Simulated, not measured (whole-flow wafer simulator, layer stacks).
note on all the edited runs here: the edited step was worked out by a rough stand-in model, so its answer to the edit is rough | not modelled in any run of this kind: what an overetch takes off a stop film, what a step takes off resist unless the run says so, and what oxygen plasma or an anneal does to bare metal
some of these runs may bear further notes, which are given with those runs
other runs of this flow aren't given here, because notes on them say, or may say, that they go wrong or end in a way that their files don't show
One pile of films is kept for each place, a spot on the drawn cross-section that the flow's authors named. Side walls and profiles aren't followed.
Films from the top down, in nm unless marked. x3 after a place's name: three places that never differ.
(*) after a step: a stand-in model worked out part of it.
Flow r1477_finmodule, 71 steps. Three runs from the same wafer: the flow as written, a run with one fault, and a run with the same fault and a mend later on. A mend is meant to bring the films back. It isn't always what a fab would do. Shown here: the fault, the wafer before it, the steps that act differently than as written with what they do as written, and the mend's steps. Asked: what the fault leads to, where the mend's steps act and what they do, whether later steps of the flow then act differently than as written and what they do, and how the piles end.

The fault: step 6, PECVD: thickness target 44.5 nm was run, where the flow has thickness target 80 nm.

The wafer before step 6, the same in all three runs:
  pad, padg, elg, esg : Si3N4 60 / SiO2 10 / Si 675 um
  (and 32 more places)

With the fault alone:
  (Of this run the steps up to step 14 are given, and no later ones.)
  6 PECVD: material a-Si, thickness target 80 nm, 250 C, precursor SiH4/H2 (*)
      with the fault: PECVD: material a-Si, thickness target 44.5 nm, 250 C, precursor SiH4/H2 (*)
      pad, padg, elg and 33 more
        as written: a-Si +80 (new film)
        with the fault: a-Si +44.5 (new film)
  No later step of the flow up to step 14 acts differently than as written at any place that is followed.
  After step 14 the piles differ from the flow's by more than 2% or 0.5 nm, whichever is larger, at pad, padg, elg and 33 more.
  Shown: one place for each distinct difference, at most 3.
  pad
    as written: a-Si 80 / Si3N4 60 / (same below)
    with the fault: a-Si 44.5 / Si3N4 60 / (same below)
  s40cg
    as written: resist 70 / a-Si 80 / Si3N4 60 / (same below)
    with the fault: resist 70 / a-Si 44.5 / Si3N4 60 / (same below)

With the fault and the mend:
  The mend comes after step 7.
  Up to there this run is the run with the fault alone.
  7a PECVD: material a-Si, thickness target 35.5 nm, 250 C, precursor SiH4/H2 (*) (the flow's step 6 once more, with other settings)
      pad, padg, elg and 33 more
        a-Si +35.5
  No later step of the flow acts differently than as written at any place that is followed.
  At the end the piles are the same as the flow's at every place that both follow.
